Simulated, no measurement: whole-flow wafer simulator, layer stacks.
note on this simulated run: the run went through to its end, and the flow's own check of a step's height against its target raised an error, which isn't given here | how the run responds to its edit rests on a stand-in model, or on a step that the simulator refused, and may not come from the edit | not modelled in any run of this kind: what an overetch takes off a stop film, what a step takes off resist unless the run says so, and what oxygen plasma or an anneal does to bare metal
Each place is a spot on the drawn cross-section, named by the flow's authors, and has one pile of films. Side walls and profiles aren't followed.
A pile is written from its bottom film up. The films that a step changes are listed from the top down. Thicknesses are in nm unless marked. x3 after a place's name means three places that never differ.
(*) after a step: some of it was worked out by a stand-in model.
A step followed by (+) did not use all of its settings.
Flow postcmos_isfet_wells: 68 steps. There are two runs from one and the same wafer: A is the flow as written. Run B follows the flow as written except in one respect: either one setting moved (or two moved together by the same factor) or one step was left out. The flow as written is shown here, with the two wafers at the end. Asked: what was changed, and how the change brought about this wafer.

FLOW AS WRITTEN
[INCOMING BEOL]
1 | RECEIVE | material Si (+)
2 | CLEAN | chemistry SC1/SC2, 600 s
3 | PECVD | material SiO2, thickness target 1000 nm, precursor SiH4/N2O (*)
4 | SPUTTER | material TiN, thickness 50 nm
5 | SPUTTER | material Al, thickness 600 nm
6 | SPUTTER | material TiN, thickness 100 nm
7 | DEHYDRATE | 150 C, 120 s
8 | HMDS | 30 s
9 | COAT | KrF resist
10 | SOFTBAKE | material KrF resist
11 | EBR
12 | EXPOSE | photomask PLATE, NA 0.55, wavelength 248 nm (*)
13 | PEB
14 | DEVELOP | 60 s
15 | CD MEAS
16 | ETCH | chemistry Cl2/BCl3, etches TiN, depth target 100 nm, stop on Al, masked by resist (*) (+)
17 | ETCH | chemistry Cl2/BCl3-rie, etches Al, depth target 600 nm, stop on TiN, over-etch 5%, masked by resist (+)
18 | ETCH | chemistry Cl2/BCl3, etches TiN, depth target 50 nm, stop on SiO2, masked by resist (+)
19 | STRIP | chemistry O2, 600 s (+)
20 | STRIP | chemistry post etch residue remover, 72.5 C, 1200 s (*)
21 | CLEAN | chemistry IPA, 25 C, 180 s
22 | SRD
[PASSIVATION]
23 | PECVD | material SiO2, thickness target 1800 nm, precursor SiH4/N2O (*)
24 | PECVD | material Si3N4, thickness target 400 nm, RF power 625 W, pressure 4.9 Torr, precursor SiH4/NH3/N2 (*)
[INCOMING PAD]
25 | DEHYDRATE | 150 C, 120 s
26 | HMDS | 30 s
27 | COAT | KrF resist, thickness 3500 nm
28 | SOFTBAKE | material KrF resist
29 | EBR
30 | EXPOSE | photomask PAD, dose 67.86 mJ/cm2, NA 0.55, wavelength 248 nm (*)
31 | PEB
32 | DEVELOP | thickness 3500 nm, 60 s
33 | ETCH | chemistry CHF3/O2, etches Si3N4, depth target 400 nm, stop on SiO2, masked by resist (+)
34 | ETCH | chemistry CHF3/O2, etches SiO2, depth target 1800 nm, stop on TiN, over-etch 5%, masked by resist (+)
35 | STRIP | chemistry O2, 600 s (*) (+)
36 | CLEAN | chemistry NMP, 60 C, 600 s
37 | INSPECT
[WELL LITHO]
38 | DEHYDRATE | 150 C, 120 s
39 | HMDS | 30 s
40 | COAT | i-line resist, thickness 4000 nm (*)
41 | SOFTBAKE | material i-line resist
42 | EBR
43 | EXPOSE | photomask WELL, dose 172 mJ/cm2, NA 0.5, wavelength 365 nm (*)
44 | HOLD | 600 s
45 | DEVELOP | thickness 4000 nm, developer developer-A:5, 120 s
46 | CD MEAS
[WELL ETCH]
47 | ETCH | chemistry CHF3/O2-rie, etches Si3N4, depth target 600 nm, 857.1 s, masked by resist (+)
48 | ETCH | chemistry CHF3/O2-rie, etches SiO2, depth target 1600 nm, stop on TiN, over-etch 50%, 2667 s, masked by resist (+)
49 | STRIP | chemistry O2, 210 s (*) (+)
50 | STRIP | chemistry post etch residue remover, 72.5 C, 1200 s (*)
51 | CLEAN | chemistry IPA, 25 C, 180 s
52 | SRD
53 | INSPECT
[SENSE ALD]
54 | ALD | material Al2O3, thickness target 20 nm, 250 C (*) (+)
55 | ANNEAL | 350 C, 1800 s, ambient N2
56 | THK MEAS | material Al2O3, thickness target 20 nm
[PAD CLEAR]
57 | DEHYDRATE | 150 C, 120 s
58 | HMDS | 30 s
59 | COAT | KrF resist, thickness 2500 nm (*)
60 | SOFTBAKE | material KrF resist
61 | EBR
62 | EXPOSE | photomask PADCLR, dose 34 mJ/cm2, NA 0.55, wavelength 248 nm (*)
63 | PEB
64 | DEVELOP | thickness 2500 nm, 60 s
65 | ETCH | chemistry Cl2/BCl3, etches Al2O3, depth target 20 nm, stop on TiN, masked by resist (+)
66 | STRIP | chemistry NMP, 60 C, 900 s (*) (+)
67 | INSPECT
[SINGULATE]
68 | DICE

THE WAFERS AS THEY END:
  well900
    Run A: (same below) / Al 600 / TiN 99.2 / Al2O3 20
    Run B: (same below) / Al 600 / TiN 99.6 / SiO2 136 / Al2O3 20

Cause: step 48, ETCH: depth target 976 nm was run, though the flow has depth target 1600 nm; step 48, ETCH: 1627 s was run, where the flow has 2667 s.

The path from the change to this, step by step:
  48 | ETCH | chemistry CHF3/O2-rie, etches SiO2, depth target 1600 nm, stop on TiN, over-etch 50%, 2667 s, masked by resist (+)
      well900, well1300 x3: A SiO2 loses 1600 (all of it) | B SiO2 loses 1464
      field, margin, pad_rim, pad_clr, pad_open: A i-line resist loses 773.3 | B i-line resist loses 471.7
  49 | STRIP | chemistry O2, 210 s (*) (+)
      field, margin, pad_rim: A i-line resist loses 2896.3 (all of it) | B i-line resist loses 3197.9 (all of it)
      pad_clr: A i-line resist loses 1996.5 (all of it) | B i-line resist loses 2298.1 (all of it)
      (as well as at 1 more place)
  59 | COAT | KrF resist, thickness 2500 nm (*)
      field: A KrF resist gains 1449 (new film) | B KrF resist gains 1514.2 (new film)
      margin: A KrF resist gains 1448.9 (new film) | B KrF resist gains 1514.1 (new film)
  66 | STRIP | chemistry NMP, 60 C, 900 s (*) (+)
      field, margin: A KrF resist loses 1400.1 (all of it) | B KrF resist loses 1464.8 (all of it)
